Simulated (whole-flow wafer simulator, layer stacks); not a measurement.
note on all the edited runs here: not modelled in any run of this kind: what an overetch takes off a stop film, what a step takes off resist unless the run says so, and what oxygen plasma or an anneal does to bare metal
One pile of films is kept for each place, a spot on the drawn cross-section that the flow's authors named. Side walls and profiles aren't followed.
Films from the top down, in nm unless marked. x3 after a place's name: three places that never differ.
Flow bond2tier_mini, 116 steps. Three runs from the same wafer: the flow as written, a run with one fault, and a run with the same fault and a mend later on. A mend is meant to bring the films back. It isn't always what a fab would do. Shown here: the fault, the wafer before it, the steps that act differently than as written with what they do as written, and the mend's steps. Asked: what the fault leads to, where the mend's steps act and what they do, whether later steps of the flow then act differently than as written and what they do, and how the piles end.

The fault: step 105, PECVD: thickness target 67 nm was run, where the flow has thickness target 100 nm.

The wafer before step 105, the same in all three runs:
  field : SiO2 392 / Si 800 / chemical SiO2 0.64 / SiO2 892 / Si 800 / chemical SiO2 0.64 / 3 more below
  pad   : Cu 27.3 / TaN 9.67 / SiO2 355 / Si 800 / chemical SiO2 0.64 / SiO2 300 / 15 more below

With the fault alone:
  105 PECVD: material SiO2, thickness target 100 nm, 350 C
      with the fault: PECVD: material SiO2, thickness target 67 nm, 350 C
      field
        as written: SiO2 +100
        with the fault: SiO2 +67
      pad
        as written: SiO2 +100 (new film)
        with the fault: SiO2 +67 (new film)
  Later steps of the flow that act differently than as written (1 more step differs only slightly, by at most 2% or 0.5 nm, whichever is larger, and isn't shown):
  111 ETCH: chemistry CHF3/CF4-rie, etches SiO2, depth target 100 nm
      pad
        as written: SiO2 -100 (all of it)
        with the fault: SiO2 -67 (all of it), Cu -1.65
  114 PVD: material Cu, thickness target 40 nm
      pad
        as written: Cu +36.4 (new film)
        with the fault: Cu +37.5 (new film)
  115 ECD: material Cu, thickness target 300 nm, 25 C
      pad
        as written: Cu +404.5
        with the fault: Cu +371.7
  At the end the piles differ from the flow's by more than 2% or 0.5 nm, whichever is larger, at field, pad.
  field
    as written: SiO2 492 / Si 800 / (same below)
    with the fault: SiO2 459 / Si 800 / (same below)
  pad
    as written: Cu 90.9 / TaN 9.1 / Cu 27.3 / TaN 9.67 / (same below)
    with the fault: Cu 59.2 / TaN 9.42 / Cu 25.7 / TaN 9.67 / (same below)

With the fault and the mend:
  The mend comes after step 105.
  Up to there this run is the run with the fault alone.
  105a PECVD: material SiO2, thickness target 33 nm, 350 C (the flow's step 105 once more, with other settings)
      field, pad
        SiO2 +33
  No later step of the flow acts differently than as written at any place that is followed.
  At the end the piles are the same as the flow's at every place that both follow.
